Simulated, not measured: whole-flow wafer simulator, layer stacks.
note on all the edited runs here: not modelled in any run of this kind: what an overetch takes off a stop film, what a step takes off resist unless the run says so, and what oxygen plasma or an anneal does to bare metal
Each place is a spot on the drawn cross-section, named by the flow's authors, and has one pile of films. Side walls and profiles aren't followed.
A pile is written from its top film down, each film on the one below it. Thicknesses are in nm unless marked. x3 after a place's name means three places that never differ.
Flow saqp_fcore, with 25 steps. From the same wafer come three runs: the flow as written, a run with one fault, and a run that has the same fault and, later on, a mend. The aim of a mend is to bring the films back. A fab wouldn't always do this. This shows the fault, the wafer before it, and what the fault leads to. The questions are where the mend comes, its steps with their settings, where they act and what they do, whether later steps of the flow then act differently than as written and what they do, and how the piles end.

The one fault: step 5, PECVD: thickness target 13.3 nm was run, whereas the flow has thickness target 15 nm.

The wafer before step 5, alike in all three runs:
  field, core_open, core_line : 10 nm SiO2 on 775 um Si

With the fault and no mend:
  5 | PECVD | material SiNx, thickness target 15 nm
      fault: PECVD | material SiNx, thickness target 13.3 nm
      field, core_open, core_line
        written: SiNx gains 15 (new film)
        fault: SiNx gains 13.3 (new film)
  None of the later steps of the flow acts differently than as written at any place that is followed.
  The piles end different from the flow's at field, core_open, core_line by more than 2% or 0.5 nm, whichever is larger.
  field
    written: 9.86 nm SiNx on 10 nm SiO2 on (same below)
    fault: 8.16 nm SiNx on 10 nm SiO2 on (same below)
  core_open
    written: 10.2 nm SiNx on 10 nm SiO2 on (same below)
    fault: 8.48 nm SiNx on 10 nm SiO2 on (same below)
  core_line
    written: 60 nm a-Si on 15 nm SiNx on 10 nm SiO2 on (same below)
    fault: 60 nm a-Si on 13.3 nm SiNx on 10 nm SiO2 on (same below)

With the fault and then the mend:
  The mend follows step 5.
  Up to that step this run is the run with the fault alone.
  5a | ETCH | chemistry h3po4, depth target 15.3 nm
      field, core_open, core_line
        SiNx loses 13.3 (all of it)
  5b | PECVD | material SiNx, thickness target 15 nm (a further turn of the flow's step 5)
      field, core_open, core_line
        SiNx gains 15 (new film)
  None of the later steps of the flow acts differently than as written at any place that is followed.
  At every place that both follow, the piles at the end match the flow's.
